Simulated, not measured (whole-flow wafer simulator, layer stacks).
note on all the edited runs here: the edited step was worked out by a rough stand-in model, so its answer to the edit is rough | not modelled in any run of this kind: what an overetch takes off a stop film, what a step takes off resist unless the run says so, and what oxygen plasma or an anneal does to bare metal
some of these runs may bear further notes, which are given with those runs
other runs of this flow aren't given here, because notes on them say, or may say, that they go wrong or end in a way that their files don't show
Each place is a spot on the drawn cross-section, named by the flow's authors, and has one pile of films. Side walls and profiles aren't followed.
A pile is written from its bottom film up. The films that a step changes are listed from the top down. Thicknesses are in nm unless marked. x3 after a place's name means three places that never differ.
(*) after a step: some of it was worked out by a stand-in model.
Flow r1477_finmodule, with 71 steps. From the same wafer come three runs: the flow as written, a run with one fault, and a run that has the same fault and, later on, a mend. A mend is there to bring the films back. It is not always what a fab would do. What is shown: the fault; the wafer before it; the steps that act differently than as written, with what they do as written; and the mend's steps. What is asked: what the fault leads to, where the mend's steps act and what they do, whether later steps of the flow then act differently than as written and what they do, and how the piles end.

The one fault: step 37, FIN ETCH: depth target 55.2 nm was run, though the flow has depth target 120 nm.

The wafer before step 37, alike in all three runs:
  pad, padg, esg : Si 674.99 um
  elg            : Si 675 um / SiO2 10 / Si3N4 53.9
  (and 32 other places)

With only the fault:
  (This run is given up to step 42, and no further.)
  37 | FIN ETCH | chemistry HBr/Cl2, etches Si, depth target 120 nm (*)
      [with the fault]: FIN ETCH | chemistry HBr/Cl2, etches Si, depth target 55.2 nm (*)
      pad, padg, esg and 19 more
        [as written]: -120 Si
        [with the fault]: -55.2 Si
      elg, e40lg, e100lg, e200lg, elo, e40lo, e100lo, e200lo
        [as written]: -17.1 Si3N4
        [with the fault]: -7.89 Si3N4
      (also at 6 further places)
  Every later step of the flow up to step 42 that is run acts as written at every place that is followed.
  The piles after step 42 differ from the flow's at elg, e40lg, e100lg and 11 more by more than 2% or 0.5 nm, whichever is larger.
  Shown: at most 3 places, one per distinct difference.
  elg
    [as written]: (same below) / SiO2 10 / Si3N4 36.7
    [with the fault]: (same below) / SiO2 10 / Si3N4 46
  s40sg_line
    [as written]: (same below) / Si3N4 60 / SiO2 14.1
    [with the fault]: (same below) / Si3N4 60 / SiO2 19.1

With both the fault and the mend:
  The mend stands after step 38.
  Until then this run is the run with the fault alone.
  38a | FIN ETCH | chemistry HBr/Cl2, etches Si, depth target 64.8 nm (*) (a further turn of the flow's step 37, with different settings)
      pad, padg, esg and 19 more
        -64.8 Si
      elg, e40lg, e100lg, e200lg, elo, e40lo, e100lo, e200lo
        -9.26 Si3N4
      s40sg_line, s45sg_line, s50sg_line, s40so_line, s45so_line, s50so_line
        -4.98 SiO2
  Every later step of the flow that is run acts as written at every place that is followed.
  By the end, the piles equal the flow's at every place that both follow.
